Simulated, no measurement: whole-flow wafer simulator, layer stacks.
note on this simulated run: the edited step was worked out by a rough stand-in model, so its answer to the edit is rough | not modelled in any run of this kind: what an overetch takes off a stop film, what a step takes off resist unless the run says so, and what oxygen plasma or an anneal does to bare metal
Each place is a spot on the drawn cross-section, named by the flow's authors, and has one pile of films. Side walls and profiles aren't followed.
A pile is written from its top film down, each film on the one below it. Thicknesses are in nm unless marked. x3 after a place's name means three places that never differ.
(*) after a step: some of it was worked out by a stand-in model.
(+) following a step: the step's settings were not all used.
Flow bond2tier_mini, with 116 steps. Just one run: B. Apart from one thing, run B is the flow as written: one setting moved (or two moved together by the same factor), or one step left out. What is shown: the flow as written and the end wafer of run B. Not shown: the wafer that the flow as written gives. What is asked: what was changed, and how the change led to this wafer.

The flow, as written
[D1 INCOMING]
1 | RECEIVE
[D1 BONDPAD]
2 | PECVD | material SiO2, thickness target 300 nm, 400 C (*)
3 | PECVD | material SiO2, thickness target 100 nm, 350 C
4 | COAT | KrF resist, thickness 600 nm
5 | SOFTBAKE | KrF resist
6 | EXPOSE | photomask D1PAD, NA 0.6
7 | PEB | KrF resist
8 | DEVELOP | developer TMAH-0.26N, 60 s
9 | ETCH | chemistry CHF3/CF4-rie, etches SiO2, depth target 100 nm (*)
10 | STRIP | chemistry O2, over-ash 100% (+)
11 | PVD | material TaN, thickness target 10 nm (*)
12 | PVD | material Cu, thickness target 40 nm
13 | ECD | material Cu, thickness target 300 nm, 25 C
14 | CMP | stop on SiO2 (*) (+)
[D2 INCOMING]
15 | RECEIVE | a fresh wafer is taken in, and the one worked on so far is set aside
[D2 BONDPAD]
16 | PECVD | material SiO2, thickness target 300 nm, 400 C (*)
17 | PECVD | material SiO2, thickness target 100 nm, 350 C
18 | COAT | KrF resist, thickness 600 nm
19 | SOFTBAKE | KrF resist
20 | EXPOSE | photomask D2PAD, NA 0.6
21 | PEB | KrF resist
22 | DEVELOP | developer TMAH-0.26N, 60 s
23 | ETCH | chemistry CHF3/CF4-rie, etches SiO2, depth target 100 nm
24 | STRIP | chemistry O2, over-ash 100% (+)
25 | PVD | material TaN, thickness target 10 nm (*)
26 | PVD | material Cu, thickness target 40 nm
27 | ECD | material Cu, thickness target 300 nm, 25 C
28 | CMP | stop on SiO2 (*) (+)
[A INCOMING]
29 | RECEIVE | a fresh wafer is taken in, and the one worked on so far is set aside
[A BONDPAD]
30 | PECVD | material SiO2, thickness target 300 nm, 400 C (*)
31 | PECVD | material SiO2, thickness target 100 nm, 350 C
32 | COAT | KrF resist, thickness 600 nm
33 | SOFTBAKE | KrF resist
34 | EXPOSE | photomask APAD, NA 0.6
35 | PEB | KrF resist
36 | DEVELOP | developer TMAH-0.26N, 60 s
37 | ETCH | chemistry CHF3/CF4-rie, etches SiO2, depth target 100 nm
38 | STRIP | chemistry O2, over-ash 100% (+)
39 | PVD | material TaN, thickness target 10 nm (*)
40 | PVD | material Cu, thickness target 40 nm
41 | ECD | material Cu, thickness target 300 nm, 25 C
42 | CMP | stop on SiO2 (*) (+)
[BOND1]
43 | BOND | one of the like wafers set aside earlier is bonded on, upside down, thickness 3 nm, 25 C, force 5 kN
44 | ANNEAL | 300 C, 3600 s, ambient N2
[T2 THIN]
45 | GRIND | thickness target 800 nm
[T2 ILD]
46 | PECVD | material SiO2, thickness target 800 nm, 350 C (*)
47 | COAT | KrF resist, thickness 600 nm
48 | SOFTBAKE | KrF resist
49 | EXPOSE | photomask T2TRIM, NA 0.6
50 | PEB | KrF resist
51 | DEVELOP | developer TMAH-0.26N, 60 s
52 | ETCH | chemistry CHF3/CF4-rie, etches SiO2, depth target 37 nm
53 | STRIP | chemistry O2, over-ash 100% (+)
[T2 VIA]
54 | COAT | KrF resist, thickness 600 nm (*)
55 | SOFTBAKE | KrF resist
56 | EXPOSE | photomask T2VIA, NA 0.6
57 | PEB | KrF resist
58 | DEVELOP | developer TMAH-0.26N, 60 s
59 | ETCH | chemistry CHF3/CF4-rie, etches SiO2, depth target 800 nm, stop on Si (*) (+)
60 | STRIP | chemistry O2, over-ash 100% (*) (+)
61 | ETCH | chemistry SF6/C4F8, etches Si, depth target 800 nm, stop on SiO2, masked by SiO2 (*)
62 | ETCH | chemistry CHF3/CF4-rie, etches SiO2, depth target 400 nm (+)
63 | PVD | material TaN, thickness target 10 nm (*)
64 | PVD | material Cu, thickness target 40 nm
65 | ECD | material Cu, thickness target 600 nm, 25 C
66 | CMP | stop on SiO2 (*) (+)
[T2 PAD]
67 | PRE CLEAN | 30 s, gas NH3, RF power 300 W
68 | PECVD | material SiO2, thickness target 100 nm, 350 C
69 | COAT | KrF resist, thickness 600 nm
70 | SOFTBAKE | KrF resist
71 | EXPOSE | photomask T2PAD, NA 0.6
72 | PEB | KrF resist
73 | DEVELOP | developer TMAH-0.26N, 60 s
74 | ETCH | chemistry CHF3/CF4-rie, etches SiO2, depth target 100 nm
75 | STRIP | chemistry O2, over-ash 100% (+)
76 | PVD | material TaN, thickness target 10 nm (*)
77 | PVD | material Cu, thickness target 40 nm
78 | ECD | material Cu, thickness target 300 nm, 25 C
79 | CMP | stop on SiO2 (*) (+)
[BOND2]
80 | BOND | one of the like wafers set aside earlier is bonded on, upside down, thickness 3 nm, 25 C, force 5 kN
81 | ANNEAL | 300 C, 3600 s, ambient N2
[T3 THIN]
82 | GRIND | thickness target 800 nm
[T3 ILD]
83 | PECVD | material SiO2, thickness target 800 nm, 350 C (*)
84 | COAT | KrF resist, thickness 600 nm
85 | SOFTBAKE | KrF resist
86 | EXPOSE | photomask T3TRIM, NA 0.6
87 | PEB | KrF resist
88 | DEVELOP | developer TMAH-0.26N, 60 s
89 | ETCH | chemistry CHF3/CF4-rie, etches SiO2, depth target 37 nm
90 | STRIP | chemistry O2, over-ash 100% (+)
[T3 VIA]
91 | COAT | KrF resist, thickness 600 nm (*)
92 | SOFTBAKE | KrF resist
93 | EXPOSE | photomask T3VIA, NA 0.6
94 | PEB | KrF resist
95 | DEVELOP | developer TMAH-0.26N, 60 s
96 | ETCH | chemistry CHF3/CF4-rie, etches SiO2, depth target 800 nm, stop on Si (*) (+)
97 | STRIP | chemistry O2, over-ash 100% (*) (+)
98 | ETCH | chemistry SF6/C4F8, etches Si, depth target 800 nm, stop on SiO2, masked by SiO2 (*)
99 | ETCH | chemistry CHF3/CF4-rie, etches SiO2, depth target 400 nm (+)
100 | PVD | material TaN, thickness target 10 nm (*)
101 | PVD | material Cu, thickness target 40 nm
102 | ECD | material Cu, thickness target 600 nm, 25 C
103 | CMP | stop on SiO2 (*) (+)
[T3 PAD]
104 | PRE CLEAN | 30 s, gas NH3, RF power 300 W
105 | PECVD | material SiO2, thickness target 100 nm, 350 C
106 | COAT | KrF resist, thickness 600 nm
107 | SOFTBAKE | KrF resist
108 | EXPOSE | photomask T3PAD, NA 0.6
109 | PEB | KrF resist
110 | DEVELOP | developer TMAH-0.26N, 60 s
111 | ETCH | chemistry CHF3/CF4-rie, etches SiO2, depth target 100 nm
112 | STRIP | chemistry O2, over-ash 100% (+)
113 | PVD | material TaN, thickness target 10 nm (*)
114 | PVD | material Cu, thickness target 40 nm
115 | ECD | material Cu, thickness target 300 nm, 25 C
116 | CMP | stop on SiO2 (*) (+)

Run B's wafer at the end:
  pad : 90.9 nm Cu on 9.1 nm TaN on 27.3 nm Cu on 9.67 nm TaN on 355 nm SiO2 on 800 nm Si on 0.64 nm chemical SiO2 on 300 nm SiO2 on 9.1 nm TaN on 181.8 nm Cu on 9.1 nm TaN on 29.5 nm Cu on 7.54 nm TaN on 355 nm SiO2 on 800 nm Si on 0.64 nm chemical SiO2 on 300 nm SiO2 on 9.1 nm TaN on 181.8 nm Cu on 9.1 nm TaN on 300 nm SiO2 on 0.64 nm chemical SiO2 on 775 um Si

The reason: step 63, PVD: thickness target 7.8 nm was run, though the flow has thickness target 10 nm.

How this came from the change, step by step:
  63 | PVD | material TaN, thickness target 10 nm (*)
      field: TaN gains 7.8 (new film) (it would be, as written: TaN gains 10 (new film))
      pad: TaN gains 7.54 (new film) (it would be, as written: TaN gains 9.67 (new film))
  66 | CMP | stop on SiO2 (*) (+)
      field: Cu loses 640 (all of it), TaN loses 7.8 (all of it) (it would be, as written: Cu loses 640 (all of it), TaN loses 10 (all of it))
